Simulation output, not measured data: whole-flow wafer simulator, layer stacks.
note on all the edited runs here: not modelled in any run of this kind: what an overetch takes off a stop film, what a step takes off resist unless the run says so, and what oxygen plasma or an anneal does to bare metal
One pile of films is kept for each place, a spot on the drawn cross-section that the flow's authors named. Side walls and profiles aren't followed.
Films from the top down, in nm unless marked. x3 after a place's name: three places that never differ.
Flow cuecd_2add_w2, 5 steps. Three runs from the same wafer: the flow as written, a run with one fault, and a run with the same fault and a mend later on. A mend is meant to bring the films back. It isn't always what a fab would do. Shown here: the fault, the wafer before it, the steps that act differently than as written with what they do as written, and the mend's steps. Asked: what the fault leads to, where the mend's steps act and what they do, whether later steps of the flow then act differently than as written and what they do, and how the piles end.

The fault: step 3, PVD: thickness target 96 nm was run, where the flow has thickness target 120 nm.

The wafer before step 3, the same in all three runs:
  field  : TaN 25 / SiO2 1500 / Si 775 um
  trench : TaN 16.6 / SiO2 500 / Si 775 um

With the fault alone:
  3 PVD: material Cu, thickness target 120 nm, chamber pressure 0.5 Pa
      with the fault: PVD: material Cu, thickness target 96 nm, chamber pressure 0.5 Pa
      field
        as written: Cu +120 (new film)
        with the fault: Cu +96 (new film)
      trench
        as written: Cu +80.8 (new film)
        with the fault: Cu +64.7 (new film)
  No later step of the flow acts differently than as written, at any place that is followed, by more than 2% or 0.5 nm, whichever is larger.
  At the end the piles differ from the flow's by more than 2% or 0.5 nm, whichever is larger, at field.
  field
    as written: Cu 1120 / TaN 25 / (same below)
    with the fault: Cu 1096 / TaN 25 / (same below)

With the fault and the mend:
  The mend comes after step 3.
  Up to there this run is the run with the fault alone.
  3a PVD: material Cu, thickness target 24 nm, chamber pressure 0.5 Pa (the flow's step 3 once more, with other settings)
      field
        Cu +24
      trench
        Cu +15.7
  No later step of the flow acts differently than as written, at any place that is followed, by more than 2% or 0.5 nm, whichever is larger.
  At the end the piles are the same as the flow's at every place that both follow.
